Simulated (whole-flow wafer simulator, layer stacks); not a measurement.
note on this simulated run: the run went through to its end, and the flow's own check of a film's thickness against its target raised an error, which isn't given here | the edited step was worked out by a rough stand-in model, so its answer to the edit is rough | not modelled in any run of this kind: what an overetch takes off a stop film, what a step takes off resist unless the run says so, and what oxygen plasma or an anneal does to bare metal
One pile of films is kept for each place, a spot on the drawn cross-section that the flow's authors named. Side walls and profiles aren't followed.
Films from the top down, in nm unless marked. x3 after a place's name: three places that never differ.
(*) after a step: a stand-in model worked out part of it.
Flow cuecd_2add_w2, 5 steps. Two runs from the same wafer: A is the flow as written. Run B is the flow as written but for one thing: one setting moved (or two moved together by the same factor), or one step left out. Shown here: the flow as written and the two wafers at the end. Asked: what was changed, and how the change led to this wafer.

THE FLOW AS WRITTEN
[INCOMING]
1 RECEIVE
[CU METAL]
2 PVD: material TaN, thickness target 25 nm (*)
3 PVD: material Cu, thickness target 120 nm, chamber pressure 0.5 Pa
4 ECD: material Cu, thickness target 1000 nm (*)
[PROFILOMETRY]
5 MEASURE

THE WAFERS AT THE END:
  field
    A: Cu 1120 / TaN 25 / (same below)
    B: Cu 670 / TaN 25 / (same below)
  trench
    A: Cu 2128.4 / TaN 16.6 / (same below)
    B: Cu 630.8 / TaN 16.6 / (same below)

The cause: step 4, ECD: thickness target 550 nm was run, where the flow has thickness target 1000 nm.

How the change led to this, step by step:
  4 ECD: material Cu, thickness target 1000 nm (*)
      field: A Cu +1000 | B Cu +550
      trench: A Cu +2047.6 | B Cu +550
